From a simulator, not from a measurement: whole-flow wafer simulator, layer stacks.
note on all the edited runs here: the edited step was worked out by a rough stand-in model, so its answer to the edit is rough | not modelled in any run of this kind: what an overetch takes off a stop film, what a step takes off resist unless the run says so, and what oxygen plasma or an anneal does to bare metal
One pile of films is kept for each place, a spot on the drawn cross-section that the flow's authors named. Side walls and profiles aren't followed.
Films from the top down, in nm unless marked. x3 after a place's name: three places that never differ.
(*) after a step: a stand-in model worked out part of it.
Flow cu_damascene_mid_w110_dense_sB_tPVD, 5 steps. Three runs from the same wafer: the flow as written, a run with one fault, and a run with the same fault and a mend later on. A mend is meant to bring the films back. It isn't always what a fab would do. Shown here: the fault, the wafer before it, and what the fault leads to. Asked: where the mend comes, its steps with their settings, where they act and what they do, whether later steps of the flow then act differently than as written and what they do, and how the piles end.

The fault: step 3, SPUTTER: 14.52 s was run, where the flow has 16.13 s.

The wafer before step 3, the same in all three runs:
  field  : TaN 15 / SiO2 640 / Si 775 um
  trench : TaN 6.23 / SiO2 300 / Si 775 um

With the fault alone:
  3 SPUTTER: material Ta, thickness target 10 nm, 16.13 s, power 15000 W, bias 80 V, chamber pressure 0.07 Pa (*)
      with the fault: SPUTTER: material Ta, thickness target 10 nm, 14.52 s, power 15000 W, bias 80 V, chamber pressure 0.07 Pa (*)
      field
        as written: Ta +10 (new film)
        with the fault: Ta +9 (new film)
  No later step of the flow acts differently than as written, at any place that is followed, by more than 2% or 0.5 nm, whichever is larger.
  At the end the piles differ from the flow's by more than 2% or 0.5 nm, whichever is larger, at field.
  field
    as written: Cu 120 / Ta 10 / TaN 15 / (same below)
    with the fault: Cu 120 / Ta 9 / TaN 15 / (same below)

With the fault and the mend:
  The mend comes after step 3.
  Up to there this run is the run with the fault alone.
  3a SPUTTER: material Ta, thickness target 10 nm, 1.61 s, power 15000 W, bias 80 V, chamber pressure 0.07 Pa (*) (the flow's step 3 once more, with other settings)
      field
        Ta +1
      trench
        Ta +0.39
  No later step of the flow acts differently than as written, at any place that is followed, by more than 2% or 0.5 nm, whichever is larger.
  At the end the piles differ from the flow's only slightly at the places that both follow, by at most 2% or 0.5 nm, whichever is larger.
